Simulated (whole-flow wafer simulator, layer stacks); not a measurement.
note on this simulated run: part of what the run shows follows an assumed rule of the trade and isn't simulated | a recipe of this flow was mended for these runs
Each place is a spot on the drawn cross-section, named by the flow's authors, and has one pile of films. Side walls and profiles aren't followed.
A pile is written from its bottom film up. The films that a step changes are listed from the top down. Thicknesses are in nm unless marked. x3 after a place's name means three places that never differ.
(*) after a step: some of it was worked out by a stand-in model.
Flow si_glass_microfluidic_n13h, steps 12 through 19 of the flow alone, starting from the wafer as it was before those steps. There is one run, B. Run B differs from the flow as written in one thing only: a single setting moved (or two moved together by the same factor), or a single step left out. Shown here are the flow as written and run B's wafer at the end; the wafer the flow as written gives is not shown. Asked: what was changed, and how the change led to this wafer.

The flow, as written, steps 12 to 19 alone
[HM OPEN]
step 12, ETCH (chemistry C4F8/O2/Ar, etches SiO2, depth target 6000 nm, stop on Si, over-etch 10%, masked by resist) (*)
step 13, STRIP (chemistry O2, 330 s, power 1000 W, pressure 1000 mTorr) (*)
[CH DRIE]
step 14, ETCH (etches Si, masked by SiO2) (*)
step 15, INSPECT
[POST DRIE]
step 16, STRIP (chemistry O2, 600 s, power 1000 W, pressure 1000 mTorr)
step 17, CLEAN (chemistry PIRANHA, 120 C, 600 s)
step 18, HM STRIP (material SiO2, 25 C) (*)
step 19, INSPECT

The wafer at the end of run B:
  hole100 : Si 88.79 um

The reason: step 12, ETCH: over-etch 15.8% was run, while the flow as written has over-etch 10%.

How this came from the change, step by step:
  step 12, ETCH (chemistry C4F8/O2/Ar, etches SiO2, depth target 6000 nm, stop on Si, over-etch 10%, masked by resist) (*)
      land: thick-i-line-resist loses 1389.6 (in the flow as written it would be: thick-i-line-resist loses 1320)
      hole100: SiO2 loses 6000 (all of it), Si loses 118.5 (in the flow as written it would be: SiO2 loses 6000 (all of it), Si loses 75)
